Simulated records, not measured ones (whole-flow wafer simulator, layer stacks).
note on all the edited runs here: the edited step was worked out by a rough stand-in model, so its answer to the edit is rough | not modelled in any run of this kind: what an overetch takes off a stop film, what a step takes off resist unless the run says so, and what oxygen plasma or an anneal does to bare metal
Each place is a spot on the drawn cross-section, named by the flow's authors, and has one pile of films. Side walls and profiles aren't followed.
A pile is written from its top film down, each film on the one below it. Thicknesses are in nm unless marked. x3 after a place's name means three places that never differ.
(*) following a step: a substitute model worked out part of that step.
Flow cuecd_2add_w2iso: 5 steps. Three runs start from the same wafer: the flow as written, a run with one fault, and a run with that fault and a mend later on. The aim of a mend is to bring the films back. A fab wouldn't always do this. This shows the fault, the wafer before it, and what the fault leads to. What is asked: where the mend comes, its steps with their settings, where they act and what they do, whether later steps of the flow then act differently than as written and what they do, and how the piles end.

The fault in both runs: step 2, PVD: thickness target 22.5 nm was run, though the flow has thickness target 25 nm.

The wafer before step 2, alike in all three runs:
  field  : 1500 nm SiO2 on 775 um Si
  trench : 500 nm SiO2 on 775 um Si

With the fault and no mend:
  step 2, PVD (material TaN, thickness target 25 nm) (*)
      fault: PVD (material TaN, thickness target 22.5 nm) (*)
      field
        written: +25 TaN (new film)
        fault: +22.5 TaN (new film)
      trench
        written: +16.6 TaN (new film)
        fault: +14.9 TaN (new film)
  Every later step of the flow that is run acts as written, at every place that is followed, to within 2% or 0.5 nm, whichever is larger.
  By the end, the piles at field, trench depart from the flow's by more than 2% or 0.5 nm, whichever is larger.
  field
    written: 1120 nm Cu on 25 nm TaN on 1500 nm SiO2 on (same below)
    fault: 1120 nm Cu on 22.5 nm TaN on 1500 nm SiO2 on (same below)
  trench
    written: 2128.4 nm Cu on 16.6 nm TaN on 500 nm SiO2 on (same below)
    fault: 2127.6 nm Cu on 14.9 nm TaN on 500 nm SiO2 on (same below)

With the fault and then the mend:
  The mend stands after step 2.
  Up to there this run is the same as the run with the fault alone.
  step 2a, PVD (material TaN, thickness target 2.5 nm) (*) (the flow's step 2, run once more with other settings)
      field
        +2.5 TaN
      trench
        +1.65 TaN
  Every later step of the flow that is run acts as written at every place that is followed.
  By the end, the piles equal the flow's at every place that both follow.
